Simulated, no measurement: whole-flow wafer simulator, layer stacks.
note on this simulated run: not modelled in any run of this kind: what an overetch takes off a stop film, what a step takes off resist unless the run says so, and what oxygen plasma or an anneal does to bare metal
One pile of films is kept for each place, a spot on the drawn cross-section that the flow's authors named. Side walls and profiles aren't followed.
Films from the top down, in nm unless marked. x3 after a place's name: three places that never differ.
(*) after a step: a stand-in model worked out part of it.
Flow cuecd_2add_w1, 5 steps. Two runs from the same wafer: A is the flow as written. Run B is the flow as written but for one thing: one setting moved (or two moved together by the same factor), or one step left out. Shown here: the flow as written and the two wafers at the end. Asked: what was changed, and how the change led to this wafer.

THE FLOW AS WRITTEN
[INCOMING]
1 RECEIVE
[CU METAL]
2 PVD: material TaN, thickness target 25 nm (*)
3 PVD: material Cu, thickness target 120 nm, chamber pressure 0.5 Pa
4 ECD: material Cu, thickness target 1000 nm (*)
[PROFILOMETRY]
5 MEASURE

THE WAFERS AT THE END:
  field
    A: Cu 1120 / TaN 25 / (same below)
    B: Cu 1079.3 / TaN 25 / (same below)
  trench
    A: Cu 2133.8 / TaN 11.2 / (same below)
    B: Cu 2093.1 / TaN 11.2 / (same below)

The cause: step 3, PVD: thickness target 79.3 nm was run, where the flow has thickness target 120 nm.

How the change led to this, step by step:
  3 PVD: material Cu, thickness target 120 nm, chamber pressure 0.5 Pa
      field: A Cu +120 (new film) | B Cu +79.3 (new film)
      trench: A Cu +53.6 (new film) | B Cu +35.9 (new film)
